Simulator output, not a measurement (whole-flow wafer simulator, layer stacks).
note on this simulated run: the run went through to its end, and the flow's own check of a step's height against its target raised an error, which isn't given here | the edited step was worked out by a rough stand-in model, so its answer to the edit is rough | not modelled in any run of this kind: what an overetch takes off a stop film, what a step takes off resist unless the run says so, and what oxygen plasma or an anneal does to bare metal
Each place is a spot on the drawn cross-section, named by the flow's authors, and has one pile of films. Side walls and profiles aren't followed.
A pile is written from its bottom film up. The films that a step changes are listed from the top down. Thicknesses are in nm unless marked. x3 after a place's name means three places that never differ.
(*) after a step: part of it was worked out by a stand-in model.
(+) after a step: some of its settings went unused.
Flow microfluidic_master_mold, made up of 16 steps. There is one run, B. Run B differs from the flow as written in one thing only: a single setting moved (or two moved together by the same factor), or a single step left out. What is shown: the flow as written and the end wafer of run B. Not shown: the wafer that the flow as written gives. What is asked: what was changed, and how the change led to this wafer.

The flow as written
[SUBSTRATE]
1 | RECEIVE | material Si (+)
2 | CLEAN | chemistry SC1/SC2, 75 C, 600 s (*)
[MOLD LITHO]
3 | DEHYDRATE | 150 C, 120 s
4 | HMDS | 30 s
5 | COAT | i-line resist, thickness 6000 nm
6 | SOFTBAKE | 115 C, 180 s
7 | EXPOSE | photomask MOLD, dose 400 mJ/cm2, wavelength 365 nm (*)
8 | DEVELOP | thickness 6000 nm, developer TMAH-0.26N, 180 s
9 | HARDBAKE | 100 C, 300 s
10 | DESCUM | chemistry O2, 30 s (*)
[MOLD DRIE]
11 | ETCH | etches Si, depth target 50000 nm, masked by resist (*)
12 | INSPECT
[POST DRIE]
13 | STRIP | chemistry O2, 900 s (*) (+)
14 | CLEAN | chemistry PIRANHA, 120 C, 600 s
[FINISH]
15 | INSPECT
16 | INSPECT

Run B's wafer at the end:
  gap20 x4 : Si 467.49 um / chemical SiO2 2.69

Cause: step 11, ETCH: depth target 57500 nm was run, though the flow has depth target 50000 nm.

How this came from the change, step by step:
  11 | ETCH | etches Si, depth target 50000 nm, masked by resist (*)
      gap20 x4: chemical SiO2 loses 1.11 (all of it), Si loses 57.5 um (it would be, as written: chemical SiO2 loses 1.11 (all of it), Si loses 50 um)
      ridge: i-line resist loses 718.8 (it would be, as written: i-line resist loses 625)
